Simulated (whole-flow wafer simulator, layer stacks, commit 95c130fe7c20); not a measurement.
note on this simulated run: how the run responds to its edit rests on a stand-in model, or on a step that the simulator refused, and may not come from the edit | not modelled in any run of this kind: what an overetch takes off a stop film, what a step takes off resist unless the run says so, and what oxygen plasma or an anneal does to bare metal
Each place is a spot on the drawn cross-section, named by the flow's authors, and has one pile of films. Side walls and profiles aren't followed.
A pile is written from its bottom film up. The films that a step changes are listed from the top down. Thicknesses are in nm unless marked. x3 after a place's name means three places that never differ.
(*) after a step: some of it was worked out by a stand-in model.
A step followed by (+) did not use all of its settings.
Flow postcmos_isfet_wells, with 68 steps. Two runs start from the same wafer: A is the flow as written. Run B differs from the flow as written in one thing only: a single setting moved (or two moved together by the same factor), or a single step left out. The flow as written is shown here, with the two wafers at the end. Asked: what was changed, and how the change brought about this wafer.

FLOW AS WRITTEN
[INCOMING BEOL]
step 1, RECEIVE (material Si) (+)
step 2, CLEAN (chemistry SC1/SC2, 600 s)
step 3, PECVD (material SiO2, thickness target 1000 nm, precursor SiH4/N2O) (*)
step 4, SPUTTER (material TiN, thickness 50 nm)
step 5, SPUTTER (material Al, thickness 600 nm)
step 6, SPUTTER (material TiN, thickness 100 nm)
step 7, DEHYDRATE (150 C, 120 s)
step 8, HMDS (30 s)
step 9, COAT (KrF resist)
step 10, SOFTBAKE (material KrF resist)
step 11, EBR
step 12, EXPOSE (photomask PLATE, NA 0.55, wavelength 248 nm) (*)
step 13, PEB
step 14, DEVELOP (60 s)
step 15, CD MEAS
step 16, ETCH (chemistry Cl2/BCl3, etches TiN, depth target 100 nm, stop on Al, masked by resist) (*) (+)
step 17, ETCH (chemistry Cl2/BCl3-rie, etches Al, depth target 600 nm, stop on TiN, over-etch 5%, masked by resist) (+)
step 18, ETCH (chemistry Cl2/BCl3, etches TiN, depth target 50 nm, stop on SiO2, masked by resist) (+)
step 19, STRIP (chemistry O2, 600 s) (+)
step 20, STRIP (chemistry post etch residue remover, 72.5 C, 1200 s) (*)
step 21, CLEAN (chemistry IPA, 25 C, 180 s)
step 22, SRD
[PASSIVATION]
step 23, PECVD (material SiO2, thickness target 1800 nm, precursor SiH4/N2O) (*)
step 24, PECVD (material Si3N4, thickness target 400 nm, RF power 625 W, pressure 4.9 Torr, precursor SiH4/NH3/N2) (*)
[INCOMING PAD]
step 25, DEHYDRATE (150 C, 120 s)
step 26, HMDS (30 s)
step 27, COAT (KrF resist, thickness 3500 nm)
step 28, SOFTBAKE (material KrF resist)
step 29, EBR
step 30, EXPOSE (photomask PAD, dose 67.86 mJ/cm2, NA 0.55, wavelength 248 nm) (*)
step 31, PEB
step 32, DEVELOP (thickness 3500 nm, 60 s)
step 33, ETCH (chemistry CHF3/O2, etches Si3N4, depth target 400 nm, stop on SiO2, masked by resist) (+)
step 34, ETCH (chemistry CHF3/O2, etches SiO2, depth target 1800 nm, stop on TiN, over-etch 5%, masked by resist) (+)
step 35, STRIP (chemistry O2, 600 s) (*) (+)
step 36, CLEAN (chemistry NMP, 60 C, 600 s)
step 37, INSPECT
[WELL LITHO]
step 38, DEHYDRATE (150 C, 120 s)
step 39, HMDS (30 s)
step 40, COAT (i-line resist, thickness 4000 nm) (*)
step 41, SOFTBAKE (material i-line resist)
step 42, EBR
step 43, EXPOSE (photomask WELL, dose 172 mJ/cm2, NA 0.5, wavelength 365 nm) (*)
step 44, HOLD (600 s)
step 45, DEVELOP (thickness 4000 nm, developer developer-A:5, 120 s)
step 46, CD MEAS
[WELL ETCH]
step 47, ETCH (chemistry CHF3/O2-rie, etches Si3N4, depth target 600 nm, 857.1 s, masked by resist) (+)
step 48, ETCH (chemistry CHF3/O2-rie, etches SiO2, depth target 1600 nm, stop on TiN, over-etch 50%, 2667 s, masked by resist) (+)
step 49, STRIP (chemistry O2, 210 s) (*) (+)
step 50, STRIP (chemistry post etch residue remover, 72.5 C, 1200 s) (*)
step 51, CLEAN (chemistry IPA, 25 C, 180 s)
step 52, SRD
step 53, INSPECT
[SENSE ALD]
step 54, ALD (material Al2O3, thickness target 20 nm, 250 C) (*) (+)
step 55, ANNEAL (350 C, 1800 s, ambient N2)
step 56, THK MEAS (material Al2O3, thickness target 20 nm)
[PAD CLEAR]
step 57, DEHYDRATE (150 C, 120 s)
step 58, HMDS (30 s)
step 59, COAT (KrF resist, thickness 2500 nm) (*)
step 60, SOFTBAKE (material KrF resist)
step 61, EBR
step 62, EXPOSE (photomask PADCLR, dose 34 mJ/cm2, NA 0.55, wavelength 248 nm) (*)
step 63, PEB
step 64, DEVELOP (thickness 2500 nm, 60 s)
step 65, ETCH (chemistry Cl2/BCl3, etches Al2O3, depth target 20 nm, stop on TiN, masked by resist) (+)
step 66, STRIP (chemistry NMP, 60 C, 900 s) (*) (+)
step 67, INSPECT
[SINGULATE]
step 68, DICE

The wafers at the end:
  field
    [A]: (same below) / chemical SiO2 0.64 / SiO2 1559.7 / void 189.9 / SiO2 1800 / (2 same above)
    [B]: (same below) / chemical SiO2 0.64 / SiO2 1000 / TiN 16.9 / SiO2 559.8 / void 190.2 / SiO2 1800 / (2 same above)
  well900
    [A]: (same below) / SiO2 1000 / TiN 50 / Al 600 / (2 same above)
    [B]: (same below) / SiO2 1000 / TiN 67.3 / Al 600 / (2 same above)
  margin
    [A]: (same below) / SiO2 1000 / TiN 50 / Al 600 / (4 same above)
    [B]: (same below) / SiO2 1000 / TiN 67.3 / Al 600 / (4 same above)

The reason: step 4, SPUTTER: thickness 67.3 nm was run, whereas the flow has thickness 50 nm.
The wafer lets one read it off: well900 has TiN 67.3, and step 4 as written asks for 50 nm.

The path from the change to this, step by step:
  step 4, SPUTTER (material TiN, thickness 50 nm)
      field, margin, well900, well1300 x3, pad_rim, pad_clr, pad_open: A +50 TiN (new film) | B +67.3 TiN (new film)
  step 18, ETCH (chemistry Cl2/BCl3, etches TiN, depth target 50 nm, stop on SiO2, masked by resist) (+)
      field: A -50 TiN (all of it) | B -50 TiN
  step 23, PECVD (material SiO2, thickness target 1800 nm, precursor SiH4/N2O) (*)
      field: A +1800 SiO2 (new film), +189.9 void (new film), +559.7 SiO2 | B +1800 SiO2 (new film), +190.2 void (new film), +559.8 SiO2 (new film)
If metal films that touch count as one body, field has 1 body; the flow as written gives 0 bodies.
